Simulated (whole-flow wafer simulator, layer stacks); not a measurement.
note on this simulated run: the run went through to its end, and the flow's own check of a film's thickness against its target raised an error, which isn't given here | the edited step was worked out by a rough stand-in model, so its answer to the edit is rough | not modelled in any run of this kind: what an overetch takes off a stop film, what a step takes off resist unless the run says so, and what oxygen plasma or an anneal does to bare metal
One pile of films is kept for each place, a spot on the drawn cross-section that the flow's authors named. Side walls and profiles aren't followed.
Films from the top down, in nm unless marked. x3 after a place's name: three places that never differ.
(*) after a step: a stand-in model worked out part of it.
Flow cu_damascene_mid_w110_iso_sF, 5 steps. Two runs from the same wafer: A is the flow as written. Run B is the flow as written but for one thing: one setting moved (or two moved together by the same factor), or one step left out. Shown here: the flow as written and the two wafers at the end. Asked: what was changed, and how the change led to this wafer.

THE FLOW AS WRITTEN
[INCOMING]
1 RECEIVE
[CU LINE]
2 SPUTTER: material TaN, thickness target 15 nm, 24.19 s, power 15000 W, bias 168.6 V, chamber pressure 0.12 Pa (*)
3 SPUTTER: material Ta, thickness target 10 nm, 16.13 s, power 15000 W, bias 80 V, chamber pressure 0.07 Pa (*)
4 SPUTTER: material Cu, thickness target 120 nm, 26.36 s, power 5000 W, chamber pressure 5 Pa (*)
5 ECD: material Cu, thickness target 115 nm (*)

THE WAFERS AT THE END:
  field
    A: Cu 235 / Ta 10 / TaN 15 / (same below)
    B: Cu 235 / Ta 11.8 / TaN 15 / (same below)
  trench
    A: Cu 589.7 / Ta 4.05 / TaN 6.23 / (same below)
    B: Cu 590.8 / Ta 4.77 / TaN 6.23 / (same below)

The cause: step 3, SPUTTER: thickness target 11.8 nm was run, where the flow has thickness target 10 nm; step 3, SPUTTER: 18.95 s was run, where the flow has 16.13 s.
It can be read off the wafer: field has Ta 11.8, and step 3 as written asks for 10 nm.

How the change led to this, step by step:
  3 SPUTTER: material Ta, thickness target 10 nm, 16.13 s, power 15000 W, bias 80 V, chamber pressure 0.07 Pa (*)
      field: A Ta +10 (new film) | B Ta +11.8 (new film)
      trench: A Ta +4.05 (new film) | B Ta +4.77 (new film)
